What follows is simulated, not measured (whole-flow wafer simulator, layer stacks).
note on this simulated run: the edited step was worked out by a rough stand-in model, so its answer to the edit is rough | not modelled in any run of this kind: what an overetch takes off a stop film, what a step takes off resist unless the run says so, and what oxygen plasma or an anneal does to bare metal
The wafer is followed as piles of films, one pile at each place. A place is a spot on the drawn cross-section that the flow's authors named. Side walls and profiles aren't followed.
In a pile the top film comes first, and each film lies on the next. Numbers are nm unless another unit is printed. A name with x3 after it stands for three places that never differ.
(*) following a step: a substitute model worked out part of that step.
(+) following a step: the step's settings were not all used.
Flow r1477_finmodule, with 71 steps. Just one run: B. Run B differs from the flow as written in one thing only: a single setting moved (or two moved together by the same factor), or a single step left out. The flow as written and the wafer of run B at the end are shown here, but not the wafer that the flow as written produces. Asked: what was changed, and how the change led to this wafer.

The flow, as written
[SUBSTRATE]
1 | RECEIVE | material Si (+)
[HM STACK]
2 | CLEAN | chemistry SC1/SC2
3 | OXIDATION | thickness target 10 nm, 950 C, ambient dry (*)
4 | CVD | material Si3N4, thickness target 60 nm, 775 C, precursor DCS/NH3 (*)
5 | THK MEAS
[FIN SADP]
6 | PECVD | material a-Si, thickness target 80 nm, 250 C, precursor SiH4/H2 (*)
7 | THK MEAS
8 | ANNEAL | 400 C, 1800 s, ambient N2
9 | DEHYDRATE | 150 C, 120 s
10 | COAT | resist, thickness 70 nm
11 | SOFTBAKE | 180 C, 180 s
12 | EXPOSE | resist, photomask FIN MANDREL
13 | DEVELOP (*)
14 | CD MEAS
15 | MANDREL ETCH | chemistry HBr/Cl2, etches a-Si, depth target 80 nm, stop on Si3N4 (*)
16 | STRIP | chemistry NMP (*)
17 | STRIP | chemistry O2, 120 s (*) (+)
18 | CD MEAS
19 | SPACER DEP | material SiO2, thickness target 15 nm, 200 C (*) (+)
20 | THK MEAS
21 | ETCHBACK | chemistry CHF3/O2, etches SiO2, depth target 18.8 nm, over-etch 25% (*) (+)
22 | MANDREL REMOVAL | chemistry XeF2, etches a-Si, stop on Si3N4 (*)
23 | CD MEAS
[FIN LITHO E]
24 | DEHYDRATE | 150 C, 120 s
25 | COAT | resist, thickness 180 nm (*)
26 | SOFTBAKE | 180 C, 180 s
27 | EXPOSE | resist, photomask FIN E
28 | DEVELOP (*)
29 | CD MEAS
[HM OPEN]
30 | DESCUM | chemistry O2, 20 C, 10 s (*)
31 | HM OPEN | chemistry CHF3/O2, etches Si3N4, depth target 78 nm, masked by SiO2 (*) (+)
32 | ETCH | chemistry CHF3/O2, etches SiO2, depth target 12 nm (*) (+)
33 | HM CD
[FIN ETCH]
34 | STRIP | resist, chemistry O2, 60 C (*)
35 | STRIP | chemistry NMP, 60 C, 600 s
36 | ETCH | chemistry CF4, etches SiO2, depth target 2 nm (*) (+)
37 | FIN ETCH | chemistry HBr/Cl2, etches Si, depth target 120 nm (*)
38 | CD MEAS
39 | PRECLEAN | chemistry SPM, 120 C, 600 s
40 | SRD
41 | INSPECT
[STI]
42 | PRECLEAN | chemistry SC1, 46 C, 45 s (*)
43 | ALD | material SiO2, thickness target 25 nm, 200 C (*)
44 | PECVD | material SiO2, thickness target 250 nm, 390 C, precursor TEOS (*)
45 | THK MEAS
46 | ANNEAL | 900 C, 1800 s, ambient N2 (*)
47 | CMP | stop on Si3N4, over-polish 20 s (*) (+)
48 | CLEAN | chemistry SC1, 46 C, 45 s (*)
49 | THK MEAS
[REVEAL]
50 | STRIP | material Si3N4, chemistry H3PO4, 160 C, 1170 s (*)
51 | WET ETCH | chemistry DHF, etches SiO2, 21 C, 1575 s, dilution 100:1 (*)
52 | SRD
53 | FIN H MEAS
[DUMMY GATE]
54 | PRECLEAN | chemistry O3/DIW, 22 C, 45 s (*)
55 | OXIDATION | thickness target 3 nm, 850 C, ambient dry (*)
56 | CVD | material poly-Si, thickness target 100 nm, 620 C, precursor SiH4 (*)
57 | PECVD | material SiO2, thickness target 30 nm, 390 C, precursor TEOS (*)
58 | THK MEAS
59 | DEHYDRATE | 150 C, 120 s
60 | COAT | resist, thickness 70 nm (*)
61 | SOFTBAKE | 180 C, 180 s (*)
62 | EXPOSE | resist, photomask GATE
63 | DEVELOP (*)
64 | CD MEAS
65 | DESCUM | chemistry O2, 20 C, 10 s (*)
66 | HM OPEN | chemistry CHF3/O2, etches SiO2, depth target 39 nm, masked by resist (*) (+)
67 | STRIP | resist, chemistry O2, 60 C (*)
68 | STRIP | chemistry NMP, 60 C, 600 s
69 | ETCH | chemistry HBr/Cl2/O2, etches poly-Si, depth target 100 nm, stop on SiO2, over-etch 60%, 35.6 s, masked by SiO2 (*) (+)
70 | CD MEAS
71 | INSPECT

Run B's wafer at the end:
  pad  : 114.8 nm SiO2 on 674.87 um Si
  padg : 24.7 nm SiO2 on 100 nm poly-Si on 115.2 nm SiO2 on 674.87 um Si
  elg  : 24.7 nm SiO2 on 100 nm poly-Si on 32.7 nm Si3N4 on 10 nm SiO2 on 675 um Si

What caused this: step 51, WET ETCH: 1354 s was run, whereas the flow has 1575 s.

Step by step, how the change led to this:
  51 | WET ETCH | chemistry DHF, etches SiO2, 21 C, 1575 s, dilution 100:1 (*)
      pad, padg, e40sg and 12 more: -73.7 SiO2 (it would be, as written: -85.7 SiO2)
      elg, e40lg, e100lg, e200lg, elo, e40lo, e100lo, e200lo: -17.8 SiO2 (all of it), -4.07 Si3N4 (it would be, as written: -17.8 SiO2 (all of it), -4.97 Si3N4)
      (also at 7 further places)
  56 | CVD | material poly-Si, thickness target 100 nm, 620 C, precursor SiH4 (*)
      s40cg, s40co: +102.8 poly-Si (new film) (it would be, as written: +113.9 poly-Si (new film))
      s45cg, s45co: +102.3 poly-Si (new film) (it would be, as written: +113.4 poly-Si (new film))
      (also at 3 further places)
  60 | COAT | resist, thickness 70 nm (*)
      e40sg, eso, e40so: +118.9 resist (new film) (it would be, as written: +129.5 resist (new film))
      e100sg, e100so: +118.9 resist (new film) (it would be, as written: +129.4 resist (new film))
      (also at 8 further places)
  63 | DEVELOP (*)
      eso, e40so: -118.9 resist (all of it) (it would be, as written: -129.5 resist (all of it))
      e100so: -118.9 resist (all of it) (it would be, as written: -129.4 resist (all of it))
      (also at 4 further places)
  67 | STRIP | resist, chemistry O2, 60 C (*)
      e40sg: -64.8 resist (all of it) (it would be, as written: -75.4 resist (all of it))
      e100sg: -64.8 resist (all of it) (it would be, as written: -75.3 resist (all of it))
      (also at 4 further places)
  69 | ETCH | chemistry HBr/Cl2/O2, etches poly-Si, depth target 100 nm, stop on SiO2, over-etch 60%, 35.6 s, masked by SiO2 (*) (+)
      s40co: -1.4 chemical SiO2 (all of it), -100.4 poly-Si (all of it), -0.3 SiO2 (it would be, as written: -1.46 chemical SiO2 (all of it), -111.5 poly-Si (all of it), -0.24 SiO2)
      s45co: -1.4 chemical SiO2 (all of it), -99.9 poly-Si (all of it), -0.31 SiO2 (it would be, as written: -1.46 chemical SiO2 (all of it), -110.9 poly-Si (all of it), -0.25 SiO2)
      (also at 1 further place)
